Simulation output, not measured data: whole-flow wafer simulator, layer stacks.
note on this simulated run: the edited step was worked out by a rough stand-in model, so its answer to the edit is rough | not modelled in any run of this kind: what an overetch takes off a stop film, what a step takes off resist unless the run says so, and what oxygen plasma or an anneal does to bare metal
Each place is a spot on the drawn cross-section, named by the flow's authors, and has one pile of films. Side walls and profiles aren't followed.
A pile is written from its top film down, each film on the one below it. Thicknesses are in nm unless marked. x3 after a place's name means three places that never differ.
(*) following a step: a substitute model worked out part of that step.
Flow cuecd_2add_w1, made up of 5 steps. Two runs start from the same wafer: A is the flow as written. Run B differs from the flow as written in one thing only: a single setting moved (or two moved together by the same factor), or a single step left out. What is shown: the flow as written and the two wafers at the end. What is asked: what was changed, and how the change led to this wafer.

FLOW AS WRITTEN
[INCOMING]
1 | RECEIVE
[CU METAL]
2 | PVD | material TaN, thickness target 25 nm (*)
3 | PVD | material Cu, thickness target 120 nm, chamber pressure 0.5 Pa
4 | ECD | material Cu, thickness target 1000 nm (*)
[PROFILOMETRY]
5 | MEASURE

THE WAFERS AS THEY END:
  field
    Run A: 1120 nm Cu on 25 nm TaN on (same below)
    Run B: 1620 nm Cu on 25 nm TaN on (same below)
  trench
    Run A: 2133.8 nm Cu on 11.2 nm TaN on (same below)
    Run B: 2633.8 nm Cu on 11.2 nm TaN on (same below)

Cause: step 4, ECD: thickness target 1500 nm was run, whereas the flow has thickness target 1000 nm.

The path from the change to this, step by step:
  4 | ECD | material Cu, thickness target 1000 nm (*)
      field: A Cu gains 1000 | B Cu gains 1500
      trench: A Cu gains 2080.2 | B Cu gains 2580.2
